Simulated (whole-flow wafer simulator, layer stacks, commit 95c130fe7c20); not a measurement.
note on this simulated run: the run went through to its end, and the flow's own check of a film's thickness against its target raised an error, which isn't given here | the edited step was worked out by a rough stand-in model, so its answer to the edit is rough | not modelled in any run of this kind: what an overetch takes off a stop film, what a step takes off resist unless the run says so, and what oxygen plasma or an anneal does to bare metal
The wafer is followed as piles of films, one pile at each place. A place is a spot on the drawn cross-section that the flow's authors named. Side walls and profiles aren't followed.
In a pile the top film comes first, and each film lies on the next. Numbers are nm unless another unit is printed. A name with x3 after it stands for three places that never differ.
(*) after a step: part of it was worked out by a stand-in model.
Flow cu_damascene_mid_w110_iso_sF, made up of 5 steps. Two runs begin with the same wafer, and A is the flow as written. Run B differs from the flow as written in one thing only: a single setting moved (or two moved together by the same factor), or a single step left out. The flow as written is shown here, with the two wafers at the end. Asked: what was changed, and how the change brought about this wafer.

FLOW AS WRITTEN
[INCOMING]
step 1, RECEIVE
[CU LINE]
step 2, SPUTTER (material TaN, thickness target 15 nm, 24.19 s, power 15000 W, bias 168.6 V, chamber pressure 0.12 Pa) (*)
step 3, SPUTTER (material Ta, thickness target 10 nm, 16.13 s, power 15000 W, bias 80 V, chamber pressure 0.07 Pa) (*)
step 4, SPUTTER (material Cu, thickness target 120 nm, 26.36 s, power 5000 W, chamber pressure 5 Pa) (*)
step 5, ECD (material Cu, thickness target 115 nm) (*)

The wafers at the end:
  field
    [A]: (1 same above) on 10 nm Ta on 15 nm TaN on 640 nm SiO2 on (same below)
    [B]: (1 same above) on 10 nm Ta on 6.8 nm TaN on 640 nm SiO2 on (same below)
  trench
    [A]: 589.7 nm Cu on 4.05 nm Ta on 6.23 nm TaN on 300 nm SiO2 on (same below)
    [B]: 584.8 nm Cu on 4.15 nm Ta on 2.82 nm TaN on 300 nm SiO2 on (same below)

The reason: step 2, SPUTTER: thickness target 6.8 nm was run, though the flow has thickness target 15 nm; step 2, SPUTTER: 10.89 s was run, where the flow has 24.19 s.
One can read it off the wafer: field has TaN 6.8, and step 2 as written asks for 15 nm.

Step by step, how the change led to this:
  step 2, SPUTTER (material TaN, thickness target 15 nm, 24.19 s, power 15000 W, bias 168.6 V, chamber pressure 0.12 Pa) (*)
      field: A TaN gains 15 (new film) | B TaN gains 6.8 (new film)
      trench: A TaN gains 6.23 (new film) | B TaN gains 2.82 (new film)
  step 4, SPUTTER (material Cu, thickness target 120 nm, 26.36 s, power 5000 W, chamber pressure 5 Pa) (*)
      trench: A Cu gains 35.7 (new film) | B Cu gains 36.7 (new film)
